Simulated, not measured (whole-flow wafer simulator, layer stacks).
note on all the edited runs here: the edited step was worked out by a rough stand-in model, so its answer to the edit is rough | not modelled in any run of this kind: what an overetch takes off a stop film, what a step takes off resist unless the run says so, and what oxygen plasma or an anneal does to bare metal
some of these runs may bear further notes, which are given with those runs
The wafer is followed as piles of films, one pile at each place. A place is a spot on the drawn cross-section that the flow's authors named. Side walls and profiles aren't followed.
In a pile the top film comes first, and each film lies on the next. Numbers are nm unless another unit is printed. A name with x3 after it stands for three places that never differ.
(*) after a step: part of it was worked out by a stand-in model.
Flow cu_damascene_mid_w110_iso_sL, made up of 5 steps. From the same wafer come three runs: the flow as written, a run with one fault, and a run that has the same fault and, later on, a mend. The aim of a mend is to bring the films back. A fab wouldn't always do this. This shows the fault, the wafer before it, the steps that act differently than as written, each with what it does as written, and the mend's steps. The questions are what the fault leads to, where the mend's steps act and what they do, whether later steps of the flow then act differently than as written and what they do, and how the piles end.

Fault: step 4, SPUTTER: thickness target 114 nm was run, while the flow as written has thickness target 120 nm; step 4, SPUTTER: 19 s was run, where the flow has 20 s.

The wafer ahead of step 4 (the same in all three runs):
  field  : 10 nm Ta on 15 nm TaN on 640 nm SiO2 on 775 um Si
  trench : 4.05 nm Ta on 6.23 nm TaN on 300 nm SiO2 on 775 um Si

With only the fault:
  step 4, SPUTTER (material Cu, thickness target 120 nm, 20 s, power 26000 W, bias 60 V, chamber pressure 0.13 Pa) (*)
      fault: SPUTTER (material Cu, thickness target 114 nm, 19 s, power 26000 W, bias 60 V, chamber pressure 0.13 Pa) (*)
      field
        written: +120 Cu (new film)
        fault: +114 Cu (new film)
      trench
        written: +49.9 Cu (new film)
        fault: +47.4 Cu (new film)
  Later steps of the flow that are run all act as written at every place that is followed, up to a difference of at most 2% or 0.5 nm, whichever is larger.
  At field, the piles at the end differ from the flow's by more than 2% or 0.5 nm, whichever is larger.
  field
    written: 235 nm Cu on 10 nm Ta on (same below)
    fault: 229 nm Cu on 10 nm Ta on (same below)

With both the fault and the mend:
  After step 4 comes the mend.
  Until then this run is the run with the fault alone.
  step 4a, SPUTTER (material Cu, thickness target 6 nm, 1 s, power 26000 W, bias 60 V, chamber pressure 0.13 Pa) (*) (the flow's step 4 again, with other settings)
      field
        +6 Cu
      trench
        +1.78 Cu
  Later steps of the flow that are run all act as written at every place that is followed, up to a difference of at most 2% or 0.5 nm, whichever is larger.
  By the end, the piles equal the flow's at every place that both follow.
